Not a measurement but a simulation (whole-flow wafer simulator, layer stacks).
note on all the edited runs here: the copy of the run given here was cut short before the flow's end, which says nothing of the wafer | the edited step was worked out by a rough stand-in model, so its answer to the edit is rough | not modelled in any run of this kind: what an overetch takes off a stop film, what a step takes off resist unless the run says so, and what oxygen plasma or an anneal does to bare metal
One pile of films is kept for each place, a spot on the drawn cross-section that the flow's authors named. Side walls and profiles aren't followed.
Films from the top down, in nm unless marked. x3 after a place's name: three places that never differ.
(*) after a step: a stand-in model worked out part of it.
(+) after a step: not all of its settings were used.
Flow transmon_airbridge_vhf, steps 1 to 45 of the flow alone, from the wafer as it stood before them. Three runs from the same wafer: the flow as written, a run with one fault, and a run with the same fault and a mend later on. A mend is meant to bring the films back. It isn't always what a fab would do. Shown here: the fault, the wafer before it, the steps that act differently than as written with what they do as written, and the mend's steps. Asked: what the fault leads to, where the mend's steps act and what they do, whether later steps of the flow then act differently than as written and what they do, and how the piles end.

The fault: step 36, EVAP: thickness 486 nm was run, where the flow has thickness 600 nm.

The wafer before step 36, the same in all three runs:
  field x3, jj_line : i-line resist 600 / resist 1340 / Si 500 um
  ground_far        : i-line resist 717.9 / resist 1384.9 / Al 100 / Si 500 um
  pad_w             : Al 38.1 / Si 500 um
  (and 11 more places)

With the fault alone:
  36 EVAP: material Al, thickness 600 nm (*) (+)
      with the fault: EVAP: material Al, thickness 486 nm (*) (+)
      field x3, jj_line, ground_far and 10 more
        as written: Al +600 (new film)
        with the fault: Al +486 (new film)
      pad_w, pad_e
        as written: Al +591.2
        with the fault: Al +478.9
  Later steps of the flow that act differently than as written:
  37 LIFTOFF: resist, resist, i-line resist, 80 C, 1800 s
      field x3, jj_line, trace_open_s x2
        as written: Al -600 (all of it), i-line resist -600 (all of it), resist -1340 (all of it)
        with the fault: Al -486 (all of it), i-line resist -600 (all of it), resist -1340 (all of it)
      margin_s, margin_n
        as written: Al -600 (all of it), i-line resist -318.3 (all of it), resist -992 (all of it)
        with the fault: Al -486 (all of it), i-line resist -318.3 (all of it), resist -992 (all of it)
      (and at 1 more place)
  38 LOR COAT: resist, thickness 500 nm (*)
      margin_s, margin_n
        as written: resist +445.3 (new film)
        with the fault: resist +435.7 (new film)
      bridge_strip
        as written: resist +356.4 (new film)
        with the fault: resist +369.5 (new film)
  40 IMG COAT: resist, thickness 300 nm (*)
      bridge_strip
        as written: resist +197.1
        with the fault: resist +203.9
  At the end the piles differ from the flow's by more than 2% or 0.5 nm, whichever is larger, at pad_w, flank_w, gap_w, cpw_trace, gap_e, flank_e, pad_e, bridge_strip.
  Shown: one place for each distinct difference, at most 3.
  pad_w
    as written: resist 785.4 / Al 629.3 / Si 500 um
    with the fault: resist 800.1 / Al 517 / Si 500 um
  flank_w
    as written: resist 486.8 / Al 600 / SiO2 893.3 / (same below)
    with the fault: resist 493.4 / Al 486 / SiO2 893.3 / (same below)
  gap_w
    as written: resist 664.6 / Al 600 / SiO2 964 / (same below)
    with the fault: resist 673 / Al 486 / SiO2 964 / (same below)

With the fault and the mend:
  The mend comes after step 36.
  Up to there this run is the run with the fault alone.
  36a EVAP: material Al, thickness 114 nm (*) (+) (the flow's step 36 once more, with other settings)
      field x3, jj_line, ground_far and 10 more
        Al +114
      pad_w, pad_e
        Al +112.3
  No later step of the flow acts differently than as written, at any place that is followed, by more than 2% or 0.5 nm, whichever is larger.
  At the end the piles differ from the flow's only slightly at the places that both follow, by at most 2% or 0.5 nm, whichever is larger.
